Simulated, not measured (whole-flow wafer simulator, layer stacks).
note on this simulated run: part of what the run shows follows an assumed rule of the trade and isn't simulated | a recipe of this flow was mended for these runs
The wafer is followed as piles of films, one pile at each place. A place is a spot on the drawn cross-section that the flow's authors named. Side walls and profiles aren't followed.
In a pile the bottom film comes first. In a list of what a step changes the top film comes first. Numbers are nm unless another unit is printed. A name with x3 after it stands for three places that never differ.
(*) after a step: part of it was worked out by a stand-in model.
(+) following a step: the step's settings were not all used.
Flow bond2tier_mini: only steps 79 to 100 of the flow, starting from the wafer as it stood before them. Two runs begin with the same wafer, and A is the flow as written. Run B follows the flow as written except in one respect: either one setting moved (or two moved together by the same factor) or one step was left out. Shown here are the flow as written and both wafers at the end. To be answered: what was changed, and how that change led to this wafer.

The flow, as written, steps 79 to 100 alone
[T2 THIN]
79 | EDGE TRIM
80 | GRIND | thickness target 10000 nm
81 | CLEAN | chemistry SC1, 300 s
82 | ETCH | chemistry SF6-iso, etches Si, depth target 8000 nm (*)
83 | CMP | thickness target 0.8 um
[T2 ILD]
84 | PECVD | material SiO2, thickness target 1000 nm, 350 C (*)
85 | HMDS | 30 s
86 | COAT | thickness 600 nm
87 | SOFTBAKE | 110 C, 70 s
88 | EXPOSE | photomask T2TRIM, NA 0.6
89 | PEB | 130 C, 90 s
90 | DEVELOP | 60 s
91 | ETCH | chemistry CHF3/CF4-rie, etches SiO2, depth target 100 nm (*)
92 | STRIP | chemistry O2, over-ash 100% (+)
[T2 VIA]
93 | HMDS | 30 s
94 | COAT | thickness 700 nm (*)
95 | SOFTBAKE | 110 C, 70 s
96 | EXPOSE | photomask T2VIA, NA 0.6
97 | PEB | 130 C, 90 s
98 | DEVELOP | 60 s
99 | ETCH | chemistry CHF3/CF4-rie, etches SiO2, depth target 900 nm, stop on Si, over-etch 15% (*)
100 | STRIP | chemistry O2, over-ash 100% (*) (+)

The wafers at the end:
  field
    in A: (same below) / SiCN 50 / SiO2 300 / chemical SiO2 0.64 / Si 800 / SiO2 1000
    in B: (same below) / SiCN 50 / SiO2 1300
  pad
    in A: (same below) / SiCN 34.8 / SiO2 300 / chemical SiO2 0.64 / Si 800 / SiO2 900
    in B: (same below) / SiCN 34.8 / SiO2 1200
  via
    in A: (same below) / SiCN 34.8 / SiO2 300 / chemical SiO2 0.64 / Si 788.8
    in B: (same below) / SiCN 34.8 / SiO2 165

Cause: step 80, GRIND: thickness target 7944 nm was run, while the flow as written has thickness target 10000 nm.

How this came from the change, step by step:
  80 | GRIND | thickness target 10000 nm
      field, pad, via: A -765 um Si | B -767.06 um Si
  82 | ETCH | chemistry SF6-iso, etches Si, depth target 8000 nm (*)
      field, pad, via: A -0.6 chemical SiO2 (all of it), -8000 Si | B -0.6 chemical SiO2 (all of it), -7943.7 Si (all of it), -0.64 chemical SiO2 (all of it)
  83 | CMP | thickness target 0.8 um
      field, pad, via: A -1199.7 Si | B nothing
  84 | PECVD | material SiO2, thickness target 1000 nm, 350 C (*)
      field, pad, via: A +1000 SiO2 (new film) | B +1000 SiO2
  99 | ETCH | chemistry CHF3/CF4-rie, etches SiO2, depth target 900 nm, stop on Si, over-etch 15% (*)
      via: A -900 SiO2 (all of it), -11.2 Si | B -1035 SiO2
